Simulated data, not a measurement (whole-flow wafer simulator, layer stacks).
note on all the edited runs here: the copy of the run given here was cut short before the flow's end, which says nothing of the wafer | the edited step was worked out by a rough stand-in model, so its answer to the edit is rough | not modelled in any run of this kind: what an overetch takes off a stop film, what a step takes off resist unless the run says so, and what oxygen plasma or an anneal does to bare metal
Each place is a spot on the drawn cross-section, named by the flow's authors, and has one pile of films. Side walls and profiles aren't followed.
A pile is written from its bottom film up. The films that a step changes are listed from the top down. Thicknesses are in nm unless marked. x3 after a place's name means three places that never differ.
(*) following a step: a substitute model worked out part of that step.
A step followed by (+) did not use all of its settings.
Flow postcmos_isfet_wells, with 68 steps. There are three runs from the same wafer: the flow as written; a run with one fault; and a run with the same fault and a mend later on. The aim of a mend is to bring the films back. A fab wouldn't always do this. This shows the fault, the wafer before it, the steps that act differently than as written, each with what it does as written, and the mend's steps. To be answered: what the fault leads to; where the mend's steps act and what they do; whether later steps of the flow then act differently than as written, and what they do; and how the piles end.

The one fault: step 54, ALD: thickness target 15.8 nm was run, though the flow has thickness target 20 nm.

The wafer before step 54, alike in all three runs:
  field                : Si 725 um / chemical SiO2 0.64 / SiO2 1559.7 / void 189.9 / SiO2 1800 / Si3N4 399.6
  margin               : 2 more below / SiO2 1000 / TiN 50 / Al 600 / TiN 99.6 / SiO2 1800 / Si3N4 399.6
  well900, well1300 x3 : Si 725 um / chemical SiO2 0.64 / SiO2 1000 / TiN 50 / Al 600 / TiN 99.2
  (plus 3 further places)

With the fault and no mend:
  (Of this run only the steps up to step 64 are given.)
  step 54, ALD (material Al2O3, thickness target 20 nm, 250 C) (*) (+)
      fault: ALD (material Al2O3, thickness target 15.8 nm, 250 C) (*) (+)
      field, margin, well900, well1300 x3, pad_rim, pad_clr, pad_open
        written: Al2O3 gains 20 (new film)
        fault: Al2O3 gains 15.8 (new film)
  Every later step of the flow up to step 64 that is run acts as written, at every place that is followed, to within 2% or 0.5 nm, whichever is larger.
  Once step 64 is done, the piles at field, margin, pad_rim, pad_clr, pad_open depart from the flow's by more than 2% or 0.5 nm, whichever is larger.
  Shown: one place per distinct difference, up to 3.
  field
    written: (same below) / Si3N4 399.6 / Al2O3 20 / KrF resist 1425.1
    fault: (same below) / Si3N4 399.6 / Al2O3 15.8 / KrF resist 1414.9
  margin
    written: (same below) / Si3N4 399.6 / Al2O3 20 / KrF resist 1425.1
    fault: (same below) / Si3N4 399.6 / Al2O3 15.8 / KrF resist 1414.8
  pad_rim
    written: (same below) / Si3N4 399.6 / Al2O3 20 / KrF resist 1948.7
    fault: (same below) / Si3N4 399.6 / Al2O3 15.8 / KrF resist 1948.7

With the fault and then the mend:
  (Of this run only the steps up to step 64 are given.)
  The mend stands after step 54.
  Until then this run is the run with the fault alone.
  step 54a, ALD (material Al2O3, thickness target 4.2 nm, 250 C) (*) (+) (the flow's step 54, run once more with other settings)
      field, margin, well900, well1300 x3, pad_rim, pad_clr, pad_open
        Al2O3 gains 4.2
  Every later step of the flow up to step 64 that is run acts as written at every place that is followed.
  The piles after step 64 are the same as the flow's at every place that both follow.
